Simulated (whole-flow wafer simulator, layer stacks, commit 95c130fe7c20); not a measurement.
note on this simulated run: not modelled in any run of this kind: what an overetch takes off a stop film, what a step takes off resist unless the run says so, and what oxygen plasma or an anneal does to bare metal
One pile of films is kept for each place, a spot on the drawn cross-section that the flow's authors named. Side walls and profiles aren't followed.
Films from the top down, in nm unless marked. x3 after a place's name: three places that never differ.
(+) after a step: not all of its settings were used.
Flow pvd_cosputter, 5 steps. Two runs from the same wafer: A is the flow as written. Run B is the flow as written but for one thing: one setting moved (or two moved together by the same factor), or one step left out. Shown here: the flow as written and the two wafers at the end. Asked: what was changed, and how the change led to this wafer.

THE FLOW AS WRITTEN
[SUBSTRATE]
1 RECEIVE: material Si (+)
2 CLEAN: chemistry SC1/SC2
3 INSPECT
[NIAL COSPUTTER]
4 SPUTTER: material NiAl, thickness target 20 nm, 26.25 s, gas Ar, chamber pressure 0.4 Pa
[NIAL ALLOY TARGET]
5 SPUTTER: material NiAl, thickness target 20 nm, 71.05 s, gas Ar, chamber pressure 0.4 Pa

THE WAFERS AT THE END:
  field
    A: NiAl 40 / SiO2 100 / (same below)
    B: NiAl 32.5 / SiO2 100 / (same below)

The cause: step 4, SPUTTER: thickness target 12.5 nm was run, where the flow has thickness target 20 nm; step 4, SPUTTER: 16.41 s was run, where the flow has 26.25 s.

How the change led to this, step by step:
  4 SPUTTER: material NiAl, thickness target 20 nm, 26.25 s, gas Ar, chamber pressure 0.4 Pa
      field: A NiAl +20 (new film) | B NiAl +12.5 (new film)
